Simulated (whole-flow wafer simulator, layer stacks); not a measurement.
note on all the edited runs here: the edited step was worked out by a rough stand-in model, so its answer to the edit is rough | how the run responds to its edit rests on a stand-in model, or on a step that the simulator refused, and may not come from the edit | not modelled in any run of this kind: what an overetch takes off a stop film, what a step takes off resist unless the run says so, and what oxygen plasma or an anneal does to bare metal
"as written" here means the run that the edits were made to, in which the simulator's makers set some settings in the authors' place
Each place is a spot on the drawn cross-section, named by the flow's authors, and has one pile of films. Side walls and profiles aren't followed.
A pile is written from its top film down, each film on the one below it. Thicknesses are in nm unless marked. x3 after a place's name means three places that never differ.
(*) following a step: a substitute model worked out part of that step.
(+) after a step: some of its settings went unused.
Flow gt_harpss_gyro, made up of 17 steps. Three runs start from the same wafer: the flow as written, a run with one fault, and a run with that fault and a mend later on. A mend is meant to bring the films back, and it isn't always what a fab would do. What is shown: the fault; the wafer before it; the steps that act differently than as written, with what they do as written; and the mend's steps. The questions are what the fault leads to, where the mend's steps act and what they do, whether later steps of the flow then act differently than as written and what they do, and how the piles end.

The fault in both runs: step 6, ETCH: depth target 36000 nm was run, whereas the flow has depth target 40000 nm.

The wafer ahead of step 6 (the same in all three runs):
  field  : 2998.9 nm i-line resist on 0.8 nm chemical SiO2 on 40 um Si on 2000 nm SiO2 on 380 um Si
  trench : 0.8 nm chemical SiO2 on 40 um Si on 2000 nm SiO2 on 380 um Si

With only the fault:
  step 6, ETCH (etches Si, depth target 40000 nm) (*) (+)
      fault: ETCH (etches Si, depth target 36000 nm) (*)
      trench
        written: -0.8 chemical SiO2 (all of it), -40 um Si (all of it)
        fault: -0.8 chemical SiO2 (all of it), -36 um Si
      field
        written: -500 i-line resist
        fault: -450 i-line resist
  Steps further on in the flow that do not act as written (3 other steps are not shown; they differ only slightly, by no more than 2% or 0.5 nm, whichever is larger):
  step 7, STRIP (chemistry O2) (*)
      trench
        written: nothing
        fault: +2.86 chemical SiO2 (new film), -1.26 Si
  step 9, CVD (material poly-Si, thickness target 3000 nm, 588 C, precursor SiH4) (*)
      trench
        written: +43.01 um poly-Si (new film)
        fault: +39 um poly-Si (new film)
  By the end, the piles at trench depart from the flow's by more than 2% or 0.5 nm, whichever is larger.
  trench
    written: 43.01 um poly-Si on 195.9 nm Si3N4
    fault: 39 um poly-Si on 196.5 nm Si3N4 on 2.86 nm chemical SiO2 on 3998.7 nm Si

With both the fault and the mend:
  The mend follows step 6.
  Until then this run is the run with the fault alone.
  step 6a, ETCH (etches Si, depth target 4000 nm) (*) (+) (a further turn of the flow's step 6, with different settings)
      field
        -50 i-line resist
      trench
        -3999.9 Si (all of it)
  None of the later steps of the flow acts differently than as written at any place that is followed.
  The piles end the same as the flow's at every place that both follow.
